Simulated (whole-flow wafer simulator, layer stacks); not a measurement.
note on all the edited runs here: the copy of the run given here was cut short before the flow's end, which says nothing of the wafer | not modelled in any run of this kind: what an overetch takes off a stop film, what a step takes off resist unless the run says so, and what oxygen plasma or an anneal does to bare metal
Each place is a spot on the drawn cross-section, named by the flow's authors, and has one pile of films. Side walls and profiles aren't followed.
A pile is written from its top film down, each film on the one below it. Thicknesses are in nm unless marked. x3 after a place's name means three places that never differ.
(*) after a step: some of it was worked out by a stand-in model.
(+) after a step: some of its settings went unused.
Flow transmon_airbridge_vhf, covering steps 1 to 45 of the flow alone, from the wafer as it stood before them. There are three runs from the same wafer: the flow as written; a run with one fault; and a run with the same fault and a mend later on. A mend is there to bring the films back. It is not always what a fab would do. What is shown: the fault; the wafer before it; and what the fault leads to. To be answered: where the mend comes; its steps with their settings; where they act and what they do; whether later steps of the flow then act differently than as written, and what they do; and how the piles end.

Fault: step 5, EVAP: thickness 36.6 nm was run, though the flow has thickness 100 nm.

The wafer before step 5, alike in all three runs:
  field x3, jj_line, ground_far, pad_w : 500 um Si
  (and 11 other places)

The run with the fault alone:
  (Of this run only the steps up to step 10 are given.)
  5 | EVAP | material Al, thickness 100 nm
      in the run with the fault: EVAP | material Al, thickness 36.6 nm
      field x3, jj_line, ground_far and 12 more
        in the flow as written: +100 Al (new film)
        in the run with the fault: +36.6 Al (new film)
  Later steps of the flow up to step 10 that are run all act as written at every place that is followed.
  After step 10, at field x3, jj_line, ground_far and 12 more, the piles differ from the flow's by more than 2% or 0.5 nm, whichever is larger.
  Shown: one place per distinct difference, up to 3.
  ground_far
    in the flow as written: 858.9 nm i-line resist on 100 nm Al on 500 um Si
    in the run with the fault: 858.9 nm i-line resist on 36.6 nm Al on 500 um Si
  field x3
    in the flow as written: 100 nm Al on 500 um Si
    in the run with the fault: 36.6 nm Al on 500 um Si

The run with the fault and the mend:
  After step 10 comes the mend.
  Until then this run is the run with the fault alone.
  10a | STRIP | i-line resist, 80 C, 600 s (+)
      ground_far, pad_w, flank_w and 8 more
        -858.9 i-line resist (all of it)
  10b | EVAP | material Al, thickness 63.4 nm (the flow's step 5 again, with other settings)
      field x3, jj_line, ground_far and 12 more
        +63.4 Al
  10c | COAT | i-line resist, thickness 900 nm (the flow's step 6 again)
      field x3, jj_line, ground_far and 12 more
        +900 i-line resist (new film)
  10d | SOFTBAKE | i-line resist, 90 C, 90 s (the flow's step 7 again)
      does not change any film at any place that is followed
  10e | EXPOSE | i-line resist, thickness 900 nm, photomask AB CPW, dose 155.4 mJ/cm2, NA 0.45, wavelength 365 nm (*) (the flow's step 8 again)
      does not change any film at any place that is followed
  10f | PEB | i-line resist, 110 C, 60 s (the flow's step 9 again)
      field x3, jj_line, ground_far and 12 more
        -41 i-line resist
  10g | DEVELOP | i-line resist, thickness 900 nm, developer developer-B, 60 s (the flow's step 10 again)
      ground_far, pad_w, flank_w and 8 more
        -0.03 i-line resist
      field x3, jj_line, gap_w, gap_e
        -859 i-line resist (all of it)
  Later steps of the flow that are run all act as written at every place that is followed.
  By the end, the piles equal the flow's at every place that both follow.
